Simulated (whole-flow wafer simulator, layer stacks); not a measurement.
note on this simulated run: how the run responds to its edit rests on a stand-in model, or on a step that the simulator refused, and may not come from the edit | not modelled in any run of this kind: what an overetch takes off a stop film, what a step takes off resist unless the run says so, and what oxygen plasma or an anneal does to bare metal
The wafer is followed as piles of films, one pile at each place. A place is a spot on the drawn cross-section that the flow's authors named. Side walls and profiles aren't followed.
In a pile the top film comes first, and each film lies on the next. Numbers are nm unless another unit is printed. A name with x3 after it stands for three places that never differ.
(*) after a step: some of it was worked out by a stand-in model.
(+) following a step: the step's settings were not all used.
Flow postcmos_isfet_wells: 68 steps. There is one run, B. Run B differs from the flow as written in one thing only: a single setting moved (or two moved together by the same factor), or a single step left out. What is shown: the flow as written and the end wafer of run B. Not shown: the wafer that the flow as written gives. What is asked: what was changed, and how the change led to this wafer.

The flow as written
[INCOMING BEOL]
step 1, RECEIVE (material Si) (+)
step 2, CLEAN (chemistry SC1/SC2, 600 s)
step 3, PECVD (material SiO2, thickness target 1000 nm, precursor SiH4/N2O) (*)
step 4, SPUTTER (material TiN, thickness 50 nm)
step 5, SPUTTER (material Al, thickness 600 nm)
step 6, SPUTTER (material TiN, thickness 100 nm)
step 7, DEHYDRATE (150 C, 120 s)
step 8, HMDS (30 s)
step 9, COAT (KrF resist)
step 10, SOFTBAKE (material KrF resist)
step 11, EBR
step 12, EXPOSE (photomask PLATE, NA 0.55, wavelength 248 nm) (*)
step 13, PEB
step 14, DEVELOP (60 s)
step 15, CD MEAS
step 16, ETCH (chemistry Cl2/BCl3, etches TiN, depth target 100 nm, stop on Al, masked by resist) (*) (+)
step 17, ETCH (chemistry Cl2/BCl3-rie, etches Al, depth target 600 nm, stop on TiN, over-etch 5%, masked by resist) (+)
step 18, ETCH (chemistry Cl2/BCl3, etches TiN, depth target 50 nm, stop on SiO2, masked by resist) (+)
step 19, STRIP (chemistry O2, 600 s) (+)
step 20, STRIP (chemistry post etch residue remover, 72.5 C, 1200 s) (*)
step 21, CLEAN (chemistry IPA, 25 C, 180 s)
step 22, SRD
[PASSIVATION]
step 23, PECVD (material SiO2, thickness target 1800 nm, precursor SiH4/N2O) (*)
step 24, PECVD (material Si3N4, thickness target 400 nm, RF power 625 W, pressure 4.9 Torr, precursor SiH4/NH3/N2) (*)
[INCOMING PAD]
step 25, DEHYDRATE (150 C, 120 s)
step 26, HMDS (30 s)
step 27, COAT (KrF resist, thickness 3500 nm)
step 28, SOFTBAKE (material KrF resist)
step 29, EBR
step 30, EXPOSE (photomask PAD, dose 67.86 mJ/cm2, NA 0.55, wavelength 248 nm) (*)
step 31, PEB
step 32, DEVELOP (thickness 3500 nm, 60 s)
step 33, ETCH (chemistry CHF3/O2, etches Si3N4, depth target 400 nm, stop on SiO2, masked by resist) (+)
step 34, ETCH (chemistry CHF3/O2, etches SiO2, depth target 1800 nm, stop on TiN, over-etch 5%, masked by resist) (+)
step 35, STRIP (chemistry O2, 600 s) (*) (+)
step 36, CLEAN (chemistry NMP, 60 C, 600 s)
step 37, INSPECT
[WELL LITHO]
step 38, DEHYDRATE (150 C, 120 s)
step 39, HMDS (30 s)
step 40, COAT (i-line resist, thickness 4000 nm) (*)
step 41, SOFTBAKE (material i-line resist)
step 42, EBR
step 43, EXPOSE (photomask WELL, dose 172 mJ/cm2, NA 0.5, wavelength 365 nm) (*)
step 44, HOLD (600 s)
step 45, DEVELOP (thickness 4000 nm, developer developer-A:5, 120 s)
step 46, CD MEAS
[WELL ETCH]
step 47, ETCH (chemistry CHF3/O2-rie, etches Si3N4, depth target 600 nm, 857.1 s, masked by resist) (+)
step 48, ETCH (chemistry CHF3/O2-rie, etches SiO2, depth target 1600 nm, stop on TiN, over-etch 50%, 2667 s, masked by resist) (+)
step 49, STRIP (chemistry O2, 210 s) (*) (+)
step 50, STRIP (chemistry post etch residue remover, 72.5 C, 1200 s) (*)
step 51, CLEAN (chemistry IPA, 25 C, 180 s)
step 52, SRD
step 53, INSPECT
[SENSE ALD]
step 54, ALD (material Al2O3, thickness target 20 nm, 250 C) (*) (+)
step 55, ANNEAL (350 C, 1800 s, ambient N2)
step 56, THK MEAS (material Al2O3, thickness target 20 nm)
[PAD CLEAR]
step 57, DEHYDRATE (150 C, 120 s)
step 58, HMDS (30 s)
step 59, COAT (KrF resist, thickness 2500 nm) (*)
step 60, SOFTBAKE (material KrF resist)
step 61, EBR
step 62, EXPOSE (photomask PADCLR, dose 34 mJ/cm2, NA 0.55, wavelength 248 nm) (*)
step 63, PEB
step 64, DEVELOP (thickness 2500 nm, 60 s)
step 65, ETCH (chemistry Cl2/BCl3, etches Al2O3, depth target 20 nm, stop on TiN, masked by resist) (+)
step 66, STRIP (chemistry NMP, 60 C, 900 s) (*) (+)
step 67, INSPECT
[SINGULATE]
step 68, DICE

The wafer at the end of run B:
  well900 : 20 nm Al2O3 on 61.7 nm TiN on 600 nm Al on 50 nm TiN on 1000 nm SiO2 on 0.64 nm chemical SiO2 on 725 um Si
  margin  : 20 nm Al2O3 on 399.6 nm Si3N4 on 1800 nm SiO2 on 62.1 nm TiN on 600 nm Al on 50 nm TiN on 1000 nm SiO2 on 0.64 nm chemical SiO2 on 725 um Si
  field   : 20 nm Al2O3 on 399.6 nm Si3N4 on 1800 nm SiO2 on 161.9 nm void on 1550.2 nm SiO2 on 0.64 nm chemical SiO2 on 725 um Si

What caused this: step 6, SPUTTER: thickness 62.5 nm was run, whereas the flow has thickness 100 nm.

How this came from the change, step by step:
  step 6, SPUTTER (material TiN, thickness 100 nm)
      field, margin, well900, well1300 x3, pad_rim, pad_clr, pad_open: +62.5 TiN (new film) (in the flow as written it would be: +100 TiN (new film))
  step 16, ETCH (chemistry Cl2/BCl3, etches TiN, depth target 100 nm, stop on Al, masked by resist) (*) (+)
      margin, well900, well1300 x3, pad_rim, pad_clr, pad_open: -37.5 KrF resist (in the flow as written it would be: -40 KrF resist)
      field: -62.5 TiN (all of it) (in the flow as written it would be: -100 TiN (all of it))
  step 23, PECVD (material SiO2, thickness target 1800 nm, precursor SiH4/N2O) (*)
      field: +1800 SiO2 (new film), +161.9 void (new film), +550.2 SiO2 (in the flow as written it would be: +1800 SiO2 (new film), +189.9 void (new film), +559.7 SiO2)
